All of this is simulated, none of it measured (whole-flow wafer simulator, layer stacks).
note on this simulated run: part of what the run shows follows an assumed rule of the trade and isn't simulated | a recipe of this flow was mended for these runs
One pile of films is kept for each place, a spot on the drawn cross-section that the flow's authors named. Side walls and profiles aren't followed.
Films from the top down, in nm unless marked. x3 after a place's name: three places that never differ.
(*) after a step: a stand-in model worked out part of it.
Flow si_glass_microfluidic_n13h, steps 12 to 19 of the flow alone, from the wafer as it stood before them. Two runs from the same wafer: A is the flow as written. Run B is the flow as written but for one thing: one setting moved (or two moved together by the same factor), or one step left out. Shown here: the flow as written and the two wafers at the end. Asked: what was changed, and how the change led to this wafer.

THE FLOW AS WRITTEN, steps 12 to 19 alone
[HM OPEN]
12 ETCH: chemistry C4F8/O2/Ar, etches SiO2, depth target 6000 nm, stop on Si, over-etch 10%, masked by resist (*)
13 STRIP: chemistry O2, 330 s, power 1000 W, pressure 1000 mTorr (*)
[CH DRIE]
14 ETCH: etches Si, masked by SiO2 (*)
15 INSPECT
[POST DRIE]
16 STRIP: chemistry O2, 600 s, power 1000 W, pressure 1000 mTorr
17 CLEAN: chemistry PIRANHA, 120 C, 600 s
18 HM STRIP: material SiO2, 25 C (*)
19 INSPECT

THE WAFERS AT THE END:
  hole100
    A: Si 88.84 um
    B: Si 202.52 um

The cause: step 12, ETCH: depth target 4766 nm was run, where the flow has depth target 6000 nm.

How the change led to this, step by step:
  12 ETCH: chemistry C4F8/O2/Ar, etches SiO2, depth target 6000 nm, stop on Si, over-etch 10%, masked by resist (*)
      hole100: A SiO2 -6000 (all of it), Si -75 | B SiO2 -5242.6
      land: A thick-i-line-resist -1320 | B thick-i-line-resist -1048.5
  13 STRIP: chemistry O2, 330 s, power 1000 W, pressure 1000 mTorr (*)
      hole100: A chemical SiO2 +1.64 (new film), Si -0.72 | B nothing
      land: A thick-i-line-resist -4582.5 (all of it) | B thick-i-line-resist -4854 (all of it)
  14 ETCH: etches Si, masked by SiO2 (*)
      hole100: A chemical SiO2 -1.64 (all of it), Si -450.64 um | B SiO2 -757.4 (all of it), Si -337.03 um
